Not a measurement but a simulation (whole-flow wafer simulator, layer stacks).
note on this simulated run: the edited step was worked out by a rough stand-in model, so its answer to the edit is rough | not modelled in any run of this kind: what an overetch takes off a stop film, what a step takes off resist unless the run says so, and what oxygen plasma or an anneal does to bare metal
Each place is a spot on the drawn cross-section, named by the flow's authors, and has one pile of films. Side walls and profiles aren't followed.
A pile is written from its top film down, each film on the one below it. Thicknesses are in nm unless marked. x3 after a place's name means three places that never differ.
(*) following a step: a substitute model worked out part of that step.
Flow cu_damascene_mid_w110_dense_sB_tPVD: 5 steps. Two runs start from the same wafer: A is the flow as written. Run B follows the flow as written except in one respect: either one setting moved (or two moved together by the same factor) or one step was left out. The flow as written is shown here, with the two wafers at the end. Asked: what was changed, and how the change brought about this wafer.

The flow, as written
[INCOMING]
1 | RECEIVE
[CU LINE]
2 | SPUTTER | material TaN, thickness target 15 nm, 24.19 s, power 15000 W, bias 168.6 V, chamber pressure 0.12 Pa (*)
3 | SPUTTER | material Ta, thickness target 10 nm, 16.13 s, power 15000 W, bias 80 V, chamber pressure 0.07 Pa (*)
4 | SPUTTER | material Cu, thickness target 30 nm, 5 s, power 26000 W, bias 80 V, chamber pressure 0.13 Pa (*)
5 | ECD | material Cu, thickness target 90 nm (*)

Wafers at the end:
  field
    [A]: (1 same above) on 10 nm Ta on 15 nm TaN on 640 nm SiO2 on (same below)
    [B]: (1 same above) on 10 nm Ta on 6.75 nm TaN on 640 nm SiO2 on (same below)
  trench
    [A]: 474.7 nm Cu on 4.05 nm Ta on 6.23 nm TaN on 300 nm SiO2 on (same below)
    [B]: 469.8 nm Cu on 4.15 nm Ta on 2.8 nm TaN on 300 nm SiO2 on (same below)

Cause: step 2, SPUTTER: 10.89 s was run, though the flow has 24.19 s.

The path from the change to this, step by step:
  2 | SPUTTER | material TaN, thickness target 15 nm, 24.19 s, power 15000 W, bias 168.6 V, chamber pressure 0.12 Pa (*)
      field: A TaN gains 15 (new film) | B TaN gains 6.75 (new film)
      trench: A TaN gains 6.23 (new film) | B TaN gains 2.8 (new film)
